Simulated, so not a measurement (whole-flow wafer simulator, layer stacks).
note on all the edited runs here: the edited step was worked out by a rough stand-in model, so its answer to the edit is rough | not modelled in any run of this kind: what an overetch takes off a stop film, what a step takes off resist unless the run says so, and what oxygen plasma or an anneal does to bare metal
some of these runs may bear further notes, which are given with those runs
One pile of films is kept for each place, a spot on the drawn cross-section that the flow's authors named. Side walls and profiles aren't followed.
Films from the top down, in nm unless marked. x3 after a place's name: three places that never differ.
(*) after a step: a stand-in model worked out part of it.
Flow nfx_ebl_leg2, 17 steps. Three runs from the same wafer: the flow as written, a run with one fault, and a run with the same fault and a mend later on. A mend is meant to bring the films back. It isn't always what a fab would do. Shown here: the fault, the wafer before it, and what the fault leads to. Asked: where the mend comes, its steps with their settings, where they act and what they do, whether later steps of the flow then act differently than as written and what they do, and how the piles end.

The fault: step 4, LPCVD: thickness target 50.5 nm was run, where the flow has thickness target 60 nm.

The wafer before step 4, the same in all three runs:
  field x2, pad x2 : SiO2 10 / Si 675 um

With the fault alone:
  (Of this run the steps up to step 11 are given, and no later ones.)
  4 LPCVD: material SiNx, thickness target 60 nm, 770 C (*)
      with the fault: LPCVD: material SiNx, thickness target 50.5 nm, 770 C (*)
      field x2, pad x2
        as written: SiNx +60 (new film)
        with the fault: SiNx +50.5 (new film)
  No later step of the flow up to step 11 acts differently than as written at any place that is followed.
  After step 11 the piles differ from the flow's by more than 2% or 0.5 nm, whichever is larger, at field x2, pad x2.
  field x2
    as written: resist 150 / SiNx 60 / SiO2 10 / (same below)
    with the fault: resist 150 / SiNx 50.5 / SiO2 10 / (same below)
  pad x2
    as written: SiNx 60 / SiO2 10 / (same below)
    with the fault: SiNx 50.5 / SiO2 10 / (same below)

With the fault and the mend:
  The mend comes after step 5.
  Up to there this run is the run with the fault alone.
  5a ETCH: chemistry h3po4, depth target 58.07 nm
      field x2, pad x2
        SiNx -50.5 (all of it)
  5b CLEAN: chemistry SC1/SC2 (the flow's step 2 once more)
      changes no film at any place that is followed
  5c LPCVD: material SiNx, thickness target 60 nm, 770 C (*) (the flow's step 4 once more)
      field x2, pad x2
        SiNx +60 (new film)
  No later step of the flow acts differently than as written at any place that is followed.
  At the end the piles are the same as the flow's at every place that both follow.
